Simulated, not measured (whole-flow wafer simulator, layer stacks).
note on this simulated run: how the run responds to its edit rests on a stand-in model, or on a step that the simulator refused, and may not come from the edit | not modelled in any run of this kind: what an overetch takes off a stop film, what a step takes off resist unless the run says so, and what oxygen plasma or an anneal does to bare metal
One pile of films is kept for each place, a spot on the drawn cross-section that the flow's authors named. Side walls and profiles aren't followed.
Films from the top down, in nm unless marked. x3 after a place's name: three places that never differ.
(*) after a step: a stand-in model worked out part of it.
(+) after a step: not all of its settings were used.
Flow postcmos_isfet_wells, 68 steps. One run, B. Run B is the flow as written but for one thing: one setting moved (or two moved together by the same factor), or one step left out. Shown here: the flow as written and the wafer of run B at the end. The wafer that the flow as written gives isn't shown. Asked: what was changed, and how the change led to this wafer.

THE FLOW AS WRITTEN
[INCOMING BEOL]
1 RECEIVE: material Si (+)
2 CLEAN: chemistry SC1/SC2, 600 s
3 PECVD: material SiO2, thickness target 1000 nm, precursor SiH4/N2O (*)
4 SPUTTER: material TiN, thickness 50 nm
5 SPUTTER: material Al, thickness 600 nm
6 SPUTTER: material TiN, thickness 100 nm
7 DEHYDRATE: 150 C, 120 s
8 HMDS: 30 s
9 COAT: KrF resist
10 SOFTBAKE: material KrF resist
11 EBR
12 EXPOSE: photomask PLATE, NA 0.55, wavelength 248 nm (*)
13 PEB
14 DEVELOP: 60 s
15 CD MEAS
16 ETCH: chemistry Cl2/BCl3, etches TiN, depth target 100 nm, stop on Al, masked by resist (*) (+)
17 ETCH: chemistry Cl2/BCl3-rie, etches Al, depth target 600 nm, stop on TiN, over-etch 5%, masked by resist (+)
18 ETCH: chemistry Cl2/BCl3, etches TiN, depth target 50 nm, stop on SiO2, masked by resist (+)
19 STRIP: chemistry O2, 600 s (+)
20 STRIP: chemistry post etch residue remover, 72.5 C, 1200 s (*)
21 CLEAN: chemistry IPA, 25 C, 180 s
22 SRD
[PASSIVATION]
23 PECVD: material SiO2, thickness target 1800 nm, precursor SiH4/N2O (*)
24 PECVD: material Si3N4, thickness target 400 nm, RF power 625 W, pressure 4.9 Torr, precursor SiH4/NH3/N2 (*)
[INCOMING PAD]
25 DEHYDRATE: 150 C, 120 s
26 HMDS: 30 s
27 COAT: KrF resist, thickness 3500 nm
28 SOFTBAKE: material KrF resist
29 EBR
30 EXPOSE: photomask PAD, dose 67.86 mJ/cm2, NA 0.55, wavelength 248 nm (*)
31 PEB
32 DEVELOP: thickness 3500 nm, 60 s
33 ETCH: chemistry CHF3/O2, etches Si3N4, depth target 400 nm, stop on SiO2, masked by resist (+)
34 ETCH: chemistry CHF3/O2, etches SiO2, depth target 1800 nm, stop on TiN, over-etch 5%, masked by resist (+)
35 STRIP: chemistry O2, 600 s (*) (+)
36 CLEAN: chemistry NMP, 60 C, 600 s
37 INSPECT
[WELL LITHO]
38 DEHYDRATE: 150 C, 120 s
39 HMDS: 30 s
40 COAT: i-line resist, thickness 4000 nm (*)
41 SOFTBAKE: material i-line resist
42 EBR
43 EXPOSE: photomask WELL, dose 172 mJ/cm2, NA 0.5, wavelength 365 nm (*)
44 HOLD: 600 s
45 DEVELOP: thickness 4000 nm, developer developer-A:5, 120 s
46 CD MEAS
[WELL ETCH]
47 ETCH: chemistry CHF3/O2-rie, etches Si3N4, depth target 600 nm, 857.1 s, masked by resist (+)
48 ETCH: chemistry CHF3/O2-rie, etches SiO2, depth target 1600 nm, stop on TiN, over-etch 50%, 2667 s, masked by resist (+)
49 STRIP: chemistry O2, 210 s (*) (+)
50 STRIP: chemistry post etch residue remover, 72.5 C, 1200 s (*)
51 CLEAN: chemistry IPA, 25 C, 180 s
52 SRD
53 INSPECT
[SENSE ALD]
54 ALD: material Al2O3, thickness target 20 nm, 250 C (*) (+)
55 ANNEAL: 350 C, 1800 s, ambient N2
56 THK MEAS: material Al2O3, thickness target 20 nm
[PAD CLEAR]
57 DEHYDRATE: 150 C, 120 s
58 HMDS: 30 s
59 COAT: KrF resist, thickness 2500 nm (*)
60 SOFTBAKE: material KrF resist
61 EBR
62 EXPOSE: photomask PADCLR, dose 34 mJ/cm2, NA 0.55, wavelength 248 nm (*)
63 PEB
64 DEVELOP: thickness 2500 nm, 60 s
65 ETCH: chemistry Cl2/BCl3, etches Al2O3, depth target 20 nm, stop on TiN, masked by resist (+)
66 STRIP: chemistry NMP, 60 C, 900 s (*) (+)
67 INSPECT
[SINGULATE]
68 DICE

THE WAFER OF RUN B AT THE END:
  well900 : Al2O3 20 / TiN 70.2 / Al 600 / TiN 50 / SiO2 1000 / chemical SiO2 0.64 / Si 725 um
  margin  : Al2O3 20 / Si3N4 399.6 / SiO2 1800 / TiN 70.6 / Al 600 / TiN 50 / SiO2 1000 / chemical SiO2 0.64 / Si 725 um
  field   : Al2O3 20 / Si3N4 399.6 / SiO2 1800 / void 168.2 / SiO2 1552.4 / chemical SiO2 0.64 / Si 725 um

The cause: step 6, SPUTTER: thickness 71 nm was run, where the flow has thickness 100 nm.

How the change led to this, step by step:
  6 SPUTTER: material TiN, thickness 100 nm
      field, margin, well900, well1300 x3, pad_rim, pad_clr, pad_open: TiN +71 (new film) (as written it would be: TiN +100 (new film))
  16 ETCH: chemistry Cl2/BCl3, etches TiN, depth target 100 nm, stop on Al, masked by resist (*) (+)
      field: TiN -71 (all of it) (as written it would be: TiN -100 (all of it))
  23 PECVD: material SiO2, thickness target 1800 nm, precursor SiH4/N2O (*)
      field: SiO2 +1800 (new film), void +168.2 (new film), SiO2 +552.4 (as written it would be: SiO2 +1800 (new film), void +189.9 (new film), SiO2 +559.7)
